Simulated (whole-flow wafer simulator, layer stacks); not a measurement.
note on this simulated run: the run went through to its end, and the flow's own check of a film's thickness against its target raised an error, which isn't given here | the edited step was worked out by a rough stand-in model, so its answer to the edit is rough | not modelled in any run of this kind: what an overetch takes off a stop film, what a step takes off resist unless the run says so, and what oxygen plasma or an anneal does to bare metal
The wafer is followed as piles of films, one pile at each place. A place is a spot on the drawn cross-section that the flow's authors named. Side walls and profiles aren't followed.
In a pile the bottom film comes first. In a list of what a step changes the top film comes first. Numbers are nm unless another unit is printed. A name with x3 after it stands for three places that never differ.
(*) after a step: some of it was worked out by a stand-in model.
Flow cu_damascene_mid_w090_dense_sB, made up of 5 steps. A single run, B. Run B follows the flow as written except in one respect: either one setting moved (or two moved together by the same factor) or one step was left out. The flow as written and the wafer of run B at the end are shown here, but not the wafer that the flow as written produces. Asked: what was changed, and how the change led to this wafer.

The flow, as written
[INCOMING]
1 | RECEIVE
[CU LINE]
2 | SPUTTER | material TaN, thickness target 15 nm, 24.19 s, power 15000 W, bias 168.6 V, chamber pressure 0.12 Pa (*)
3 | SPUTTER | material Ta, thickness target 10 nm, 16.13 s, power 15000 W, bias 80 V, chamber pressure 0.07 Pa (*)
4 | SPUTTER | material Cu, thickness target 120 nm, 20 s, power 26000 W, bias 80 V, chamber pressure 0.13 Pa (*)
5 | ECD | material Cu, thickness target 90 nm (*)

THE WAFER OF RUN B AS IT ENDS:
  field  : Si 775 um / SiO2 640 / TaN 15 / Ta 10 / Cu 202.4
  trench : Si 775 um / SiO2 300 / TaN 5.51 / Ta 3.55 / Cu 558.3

The reason: step 5, ECD: thickness target 82.4 nm was run, while the flow as written has thickness target 90 nm.

The path from the change to this, step by step:
  5 | ECD | material Cu, thickness target 90 nm (*)
      field: Cu gains 82.4 (in the flow as written it would be: Cu gains 90)
